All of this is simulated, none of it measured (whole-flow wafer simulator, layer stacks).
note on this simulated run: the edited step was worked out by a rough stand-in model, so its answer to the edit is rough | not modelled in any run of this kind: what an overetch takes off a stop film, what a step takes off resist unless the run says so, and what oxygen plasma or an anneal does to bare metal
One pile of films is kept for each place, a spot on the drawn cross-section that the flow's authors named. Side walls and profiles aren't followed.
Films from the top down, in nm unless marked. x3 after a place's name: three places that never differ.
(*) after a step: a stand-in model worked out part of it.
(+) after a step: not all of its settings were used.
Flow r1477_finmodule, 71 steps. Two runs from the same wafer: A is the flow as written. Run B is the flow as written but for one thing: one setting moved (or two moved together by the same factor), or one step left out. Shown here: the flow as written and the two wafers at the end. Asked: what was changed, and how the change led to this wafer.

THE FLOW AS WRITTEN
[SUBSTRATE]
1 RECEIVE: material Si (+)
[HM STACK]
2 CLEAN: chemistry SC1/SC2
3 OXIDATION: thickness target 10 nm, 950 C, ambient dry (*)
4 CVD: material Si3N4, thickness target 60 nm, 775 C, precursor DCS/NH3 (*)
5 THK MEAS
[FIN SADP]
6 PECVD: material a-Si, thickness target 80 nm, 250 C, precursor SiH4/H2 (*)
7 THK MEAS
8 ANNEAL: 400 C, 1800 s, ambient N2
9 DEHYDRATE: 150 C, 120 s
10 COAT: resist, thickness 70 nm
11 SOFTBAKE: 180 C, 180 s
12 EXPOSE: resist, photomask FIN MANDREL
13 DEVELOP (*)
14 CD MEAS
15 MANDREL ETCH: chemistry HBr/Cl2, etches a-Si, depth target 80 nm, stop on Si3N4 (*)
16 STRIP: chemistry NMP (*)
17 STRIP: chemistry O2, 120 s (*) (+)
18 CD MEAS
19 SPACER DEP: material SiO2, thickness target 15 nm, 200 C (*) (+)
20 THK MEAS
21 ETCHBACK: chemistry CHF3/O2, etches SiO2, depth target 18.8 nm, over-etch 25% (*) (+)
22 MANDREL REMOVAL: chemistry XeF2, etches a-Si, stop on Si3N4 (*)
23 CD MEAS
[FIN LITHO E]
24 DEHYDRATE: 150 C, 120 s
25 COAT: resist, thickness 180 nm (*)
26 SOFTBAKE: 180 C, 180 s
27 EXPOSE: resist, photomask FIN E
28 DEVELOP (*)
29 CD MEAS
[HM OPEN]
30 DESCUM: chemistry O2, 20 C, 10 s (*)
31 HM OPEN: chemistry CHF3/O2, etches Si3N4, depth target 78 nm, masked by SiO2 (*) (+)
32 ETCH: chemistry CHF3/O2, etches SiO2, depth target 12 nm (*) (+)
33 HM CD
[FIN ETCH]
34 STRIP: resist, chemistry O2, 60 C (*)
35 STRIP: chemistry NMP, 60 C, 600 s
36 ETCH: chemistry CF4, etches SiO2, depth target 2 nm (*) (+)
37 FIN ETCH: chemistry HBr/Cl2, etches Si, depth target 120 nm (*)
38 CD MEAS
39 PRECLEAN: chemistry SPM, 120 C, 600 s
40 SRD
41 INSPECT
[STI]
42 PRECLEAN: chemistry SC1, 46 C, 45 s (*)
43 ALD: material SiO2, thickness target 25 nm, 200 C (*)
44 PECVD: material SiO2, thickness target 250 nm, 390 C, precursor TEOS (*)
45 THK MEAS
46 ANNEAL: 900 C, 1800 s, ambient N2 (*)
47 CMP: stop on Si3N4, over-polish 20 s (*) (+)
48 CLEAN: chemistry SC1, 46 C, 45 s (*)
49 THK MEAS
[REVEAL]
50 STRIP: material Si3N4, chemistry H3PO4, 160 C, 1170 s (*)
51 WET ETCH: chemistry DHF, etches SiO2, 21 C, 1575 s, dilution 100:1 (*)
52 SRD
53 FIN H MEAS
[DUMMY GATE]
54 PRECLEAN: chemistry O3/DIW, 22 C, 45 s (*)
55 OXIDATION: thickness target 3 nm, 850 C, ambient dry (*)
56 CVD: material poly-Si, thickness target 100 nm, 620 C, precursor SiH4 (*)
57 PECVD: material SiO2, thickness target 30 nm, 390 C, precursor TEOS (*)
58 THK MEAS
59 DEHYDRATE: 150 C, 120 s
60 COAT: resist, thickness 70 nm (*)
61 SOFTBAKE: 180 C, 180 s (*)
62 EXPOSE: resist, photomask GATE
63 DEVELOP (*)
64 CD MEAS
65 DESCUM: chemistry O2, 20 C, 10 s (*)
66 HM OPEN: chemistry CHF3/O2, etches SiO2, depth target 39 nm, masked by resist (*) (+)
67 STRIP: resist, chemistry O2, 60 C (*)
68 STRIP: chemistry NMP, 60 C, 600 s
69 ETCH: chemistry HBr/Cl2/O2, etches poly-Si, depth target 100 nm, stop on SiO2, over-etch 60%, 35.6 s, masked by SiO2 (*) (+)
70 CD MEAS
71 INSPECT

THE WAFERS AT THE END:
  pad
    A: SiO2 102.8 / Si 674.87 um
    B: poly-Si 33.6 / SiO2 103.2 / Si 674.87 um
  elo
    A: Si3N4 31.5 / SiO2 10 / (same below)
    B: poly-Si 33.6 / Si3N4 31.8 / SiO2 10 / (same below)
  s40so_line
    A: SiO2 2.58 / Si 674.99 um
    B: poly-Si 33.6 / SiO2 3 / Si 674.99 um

The cause: step 69, ETCH: depth target 40 nm was run, where the flow has depth target 100 nm; step 69, ETCH: 14.2 s was run, where the flow has 35.6 s.

How the change led to this, step by step:
  69 ETCH: chemistry HBr/Cl2/O2, etches poly-Si, depth target 100 nm, stop on SiO2, over-etch 60%, 35.6 s, masked by SiO2 (*) (+)
      pad, eso, e40so and 8 more: A chemical SiO2 -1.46 (all of it), poly-Si -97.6 (all of it), SiO2 -0.42 | B chemical SiO2 -1.46 (all of it), poly-Si -64
      elo, e40lo, e100lo, e200lo: A chemical SiO2 -1.46 (all of it), poly-Si -97.6 (all of it), Si3N4 -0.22 | B chemical SiO2 -1.46 (all of it), poly-Si -64
      (and at 21 more places)
